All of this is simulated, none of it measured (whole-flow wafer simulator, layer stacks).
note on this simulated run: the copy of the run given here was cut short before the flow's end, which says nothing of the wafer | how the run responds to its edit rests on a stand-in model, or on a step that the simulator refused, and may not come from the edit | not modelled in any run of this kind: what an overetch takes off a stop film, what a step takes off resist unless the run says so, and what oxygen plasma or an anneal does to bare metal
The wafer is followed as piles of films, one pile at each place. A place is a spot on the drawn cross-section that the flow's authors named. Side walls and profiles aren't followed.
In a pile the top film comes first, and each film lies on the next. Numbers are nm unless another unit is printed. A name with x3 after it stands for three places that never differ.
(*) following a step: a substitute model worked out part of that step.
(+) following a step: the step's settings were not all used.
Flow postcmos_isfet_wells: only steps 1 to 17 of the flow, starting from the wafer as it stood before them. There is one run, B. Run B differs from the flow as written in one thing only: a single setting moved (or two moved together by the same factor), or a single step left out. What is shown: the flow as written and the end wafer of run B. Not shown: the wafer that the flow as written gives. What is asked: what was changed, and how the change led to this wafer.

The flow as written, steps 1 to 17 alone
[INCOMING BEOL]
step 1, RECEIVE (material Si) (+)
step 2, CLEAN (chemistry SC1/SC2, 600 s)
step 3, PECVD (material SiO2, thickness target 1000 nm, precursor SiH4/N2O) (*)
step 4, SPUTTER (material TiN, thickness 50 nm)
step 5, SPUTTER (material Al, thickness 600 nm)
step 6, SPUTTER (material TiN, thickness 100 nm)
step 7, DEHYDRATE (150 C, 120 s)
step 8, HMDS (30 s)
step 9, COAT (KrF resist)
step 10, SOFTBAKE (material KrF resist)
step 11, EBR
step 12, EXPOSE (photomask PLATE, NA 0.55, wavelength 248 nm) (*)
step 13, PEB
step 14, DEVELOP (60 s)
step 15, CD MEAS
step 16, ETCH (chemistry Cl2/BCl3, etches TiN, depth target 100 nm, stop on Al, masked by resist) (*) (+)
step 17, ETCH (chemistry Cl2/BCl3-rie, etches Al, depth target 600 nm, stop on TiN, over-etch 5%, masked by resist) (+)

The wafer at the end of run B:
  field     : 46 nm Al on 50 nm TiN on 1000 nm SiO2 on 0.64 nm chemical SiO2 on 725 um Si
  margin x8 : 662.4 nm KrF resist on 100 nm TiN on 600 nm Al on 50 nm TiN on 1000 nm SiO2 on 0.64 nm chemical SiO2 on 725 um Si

Cause: step 17, ETCH: depth target 554 nm was run, while the flow as written has depth target 600 nm.

Step by step, how the change led to this:
  step 17, ETCH (chemistry Cl2/BCl3-rie, etches Al, depth target 600 nm, stop on TiN, over-etch 5%, masked by resist) (+)
      field: Al loses 554 (it would be, as written: Al loses 600 (all of it))
      margin x8: KrF resist loses 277 (it would be, as written: KrF resist loses 300)
